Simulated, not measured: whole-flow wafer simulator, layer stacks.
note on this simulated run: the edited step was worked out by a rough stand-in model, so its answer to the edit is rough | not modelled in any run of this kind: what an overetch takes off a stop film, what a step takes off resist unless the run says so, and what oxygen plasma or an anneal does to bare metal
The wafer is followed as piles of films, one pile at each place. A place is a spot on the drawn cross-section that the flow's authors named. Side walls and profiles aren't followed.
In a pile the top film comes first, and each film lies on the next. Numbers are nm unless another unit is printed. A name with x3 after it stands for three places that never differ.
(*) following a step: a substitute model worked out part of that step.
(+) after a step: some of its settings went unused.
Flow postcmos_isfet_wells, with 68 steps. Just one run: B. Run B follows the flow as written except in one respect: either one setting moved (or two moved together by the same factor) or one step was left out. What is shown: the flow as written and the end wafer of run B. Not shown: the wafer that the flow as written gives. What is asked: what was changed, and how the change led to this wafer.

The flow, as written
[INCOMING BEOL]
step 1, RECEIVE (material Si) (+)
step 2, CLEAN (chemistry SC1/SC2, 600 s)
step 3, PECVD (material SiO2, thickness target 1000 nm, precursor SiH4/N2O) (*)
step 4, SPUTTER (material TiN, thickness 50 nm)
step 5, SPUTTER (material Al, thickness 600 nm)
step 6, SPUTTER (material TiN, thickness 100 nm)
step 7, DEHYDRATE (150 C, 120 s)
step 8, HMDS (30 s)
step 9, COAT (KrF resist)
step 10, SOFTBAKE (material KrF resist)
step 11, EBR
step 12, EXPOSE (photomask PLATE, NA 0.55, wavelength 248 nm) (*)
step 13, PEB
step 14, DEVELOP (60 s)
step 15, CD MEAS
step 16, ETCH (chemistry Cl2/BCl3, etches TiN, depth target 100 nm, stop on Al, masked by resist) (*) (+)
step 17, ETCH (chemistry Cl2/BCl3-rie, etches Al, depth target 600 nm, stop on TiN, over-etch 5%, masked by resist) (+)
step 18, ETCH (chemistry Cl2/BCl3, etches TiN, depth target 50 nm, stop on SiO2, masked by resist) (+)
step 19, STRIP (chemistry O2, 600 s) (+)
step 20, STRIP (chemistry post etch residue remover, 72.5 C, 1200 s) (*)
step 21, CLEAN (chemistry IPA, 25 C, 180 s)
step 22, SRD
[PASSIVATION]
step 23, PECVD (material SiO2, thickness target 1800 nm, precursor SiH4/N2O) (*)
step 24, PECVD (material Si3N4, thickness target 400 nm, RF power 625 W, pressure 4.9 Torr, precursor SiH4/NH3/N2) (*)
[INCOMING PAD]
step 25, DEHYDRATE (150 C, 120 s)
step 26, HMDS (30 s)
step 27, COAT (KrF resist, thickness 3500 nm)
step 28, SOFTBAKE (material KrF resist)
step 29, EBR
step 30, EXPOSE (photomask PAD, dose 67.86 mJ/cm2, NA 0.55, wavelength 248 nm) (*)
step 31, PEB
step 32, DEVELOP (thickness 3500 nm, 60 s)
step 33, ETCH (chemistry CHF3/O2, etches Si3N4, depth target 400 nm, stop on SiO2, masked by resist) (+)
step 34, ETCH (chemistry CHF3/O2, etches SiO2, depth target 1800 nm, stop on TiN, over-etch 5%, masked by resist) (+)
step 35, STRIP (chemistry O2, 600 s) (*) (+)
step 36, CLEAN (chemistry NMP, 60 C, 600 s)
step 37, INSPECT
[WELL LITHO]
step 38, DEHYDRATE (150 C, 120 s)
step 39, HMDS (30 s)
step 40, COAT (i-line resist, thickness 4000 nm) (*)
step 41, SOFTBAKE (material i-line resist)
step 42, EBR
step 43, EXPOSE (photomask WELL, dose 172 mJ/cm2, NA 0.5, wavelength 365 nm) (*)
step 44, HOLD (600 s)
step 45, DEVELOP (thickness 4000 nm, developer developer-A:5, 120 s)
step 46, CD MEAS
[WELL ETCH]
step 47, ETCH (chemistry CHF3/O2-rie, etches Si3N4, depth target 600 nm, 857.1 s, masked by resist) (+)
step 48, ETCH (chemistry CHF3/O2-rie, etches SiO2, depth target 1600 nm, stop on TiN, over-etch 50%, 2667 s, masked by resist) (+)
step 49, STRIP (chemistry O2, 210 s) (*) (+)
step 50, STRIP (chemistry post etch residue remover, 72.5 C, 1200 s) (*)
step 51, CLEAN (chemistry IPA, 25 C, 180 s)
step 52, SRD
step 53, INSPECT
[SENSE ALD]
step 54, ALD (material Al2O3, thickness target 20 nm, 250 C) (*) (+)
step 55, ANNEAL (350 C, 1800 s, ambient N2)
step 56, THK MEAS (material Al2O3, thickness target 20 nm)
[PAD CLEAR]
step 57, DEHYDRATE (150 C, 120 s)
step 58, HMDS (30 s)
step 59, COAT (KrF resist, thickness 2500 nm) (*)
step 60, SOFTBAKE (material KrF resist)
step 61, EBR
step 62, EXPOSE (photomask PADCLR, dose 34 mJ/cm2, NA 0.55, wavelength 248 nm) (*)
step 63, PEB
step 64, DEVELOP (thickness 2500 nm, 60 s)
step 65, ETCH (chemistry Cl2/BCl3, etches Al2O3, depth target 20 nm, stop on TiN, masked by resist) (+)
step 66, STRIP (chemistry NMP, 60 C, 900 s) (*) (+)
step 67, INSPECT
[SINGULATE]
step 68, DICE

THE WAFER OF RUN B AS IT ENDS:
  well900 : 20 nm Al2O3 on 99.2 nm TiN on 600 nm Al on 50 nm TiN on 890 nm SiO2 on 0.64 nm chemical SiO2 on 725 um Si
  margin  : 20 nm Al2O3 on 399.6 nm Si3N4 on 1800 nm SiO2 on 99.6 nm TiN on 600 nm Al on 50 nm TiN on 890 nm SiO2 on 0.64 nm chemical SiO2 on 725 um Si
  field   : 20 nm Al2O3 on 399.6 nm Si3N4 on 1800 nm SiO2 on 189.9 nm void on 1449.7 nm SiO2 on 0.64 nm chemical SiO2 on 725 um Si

What caused this: step 3, PECVD: thickness target 890 nm was run, though the flow has thickness target 1000 nm.
One can read it off the wafer: well900 has SiO2 890, and step 3 as written asks for 1000 nm.

The path from the change to this, step by step:
  step 3, PECVD (material SiO2, thickness target 1000 nm, precursor SiH4/N2O) (*)
      field, margin, well900, well1300 x3, pad_rim, pad_clr, pad_open: SiO2 gains 890 (new film) (in the flow as written it would be: SiO2 gains 1000 (new film))
